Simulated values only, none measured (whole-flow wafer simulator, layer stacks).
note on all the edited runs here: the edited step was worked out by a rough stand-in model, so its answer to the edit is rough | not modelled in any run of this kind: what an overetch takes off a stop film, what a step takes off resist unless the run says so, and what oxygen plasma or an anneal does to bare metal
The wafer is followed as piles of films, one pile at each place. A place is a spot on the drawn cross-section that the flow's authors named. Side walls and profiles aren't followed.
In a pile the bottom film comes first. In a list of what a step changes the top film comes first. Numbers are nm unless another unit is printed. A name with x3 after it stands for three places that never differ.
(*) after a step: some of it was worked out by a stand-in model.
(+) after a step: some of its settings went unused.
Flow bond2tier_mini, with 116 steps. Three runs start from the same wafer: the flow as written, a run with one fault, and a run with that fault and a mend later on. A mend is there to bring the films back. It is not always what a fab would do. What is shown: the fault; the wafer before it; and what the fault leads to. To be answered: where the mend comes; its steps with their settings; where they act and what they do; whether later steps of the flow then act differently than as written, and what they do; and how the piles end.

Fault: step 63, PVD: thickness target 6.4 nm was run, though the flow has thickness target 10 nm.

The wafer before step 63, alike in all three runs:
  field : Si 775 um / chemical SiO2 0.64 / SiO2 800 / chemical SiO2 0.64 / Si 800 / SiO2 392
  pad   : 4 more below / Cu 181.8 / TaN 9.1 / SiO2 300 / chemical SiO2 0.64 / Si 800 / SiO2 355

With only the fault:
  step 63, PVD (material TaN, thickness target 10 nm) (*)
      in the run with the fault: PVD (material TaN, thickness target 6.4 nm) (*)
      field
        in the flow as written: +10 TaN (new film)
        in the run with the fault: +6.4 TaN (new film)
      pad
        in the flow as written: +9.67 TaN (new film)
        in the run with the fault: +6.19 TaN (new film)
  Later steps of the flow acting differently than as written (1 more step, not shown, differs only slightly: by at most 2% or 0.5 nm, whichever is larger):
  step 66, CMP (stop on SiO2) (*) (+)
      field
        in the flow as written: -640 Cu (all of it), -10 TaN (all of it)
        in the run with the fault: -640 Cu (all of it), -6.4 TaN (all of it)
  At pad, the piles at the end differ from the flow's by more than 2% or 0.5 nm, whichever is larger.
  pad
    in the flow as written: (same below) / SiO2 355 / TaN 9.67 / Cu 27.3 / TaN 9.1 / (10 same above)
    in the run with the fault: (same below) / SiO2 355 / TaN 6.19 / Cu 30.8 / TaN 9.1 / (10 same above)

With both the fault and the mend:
  The mend stands after step 63.
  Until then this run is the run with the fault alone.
  step 63a, PVD (material TaN, thickness target 3.6 nm) (*) (the flow's step 63, run once more with other settings)
      field
        +3.6 TaN
      pad
        +3.48 TaN
  Later steps of the flow that are run all act as written at every place that is followed.
  At every place that both follow, the piles at the end match the flow's.
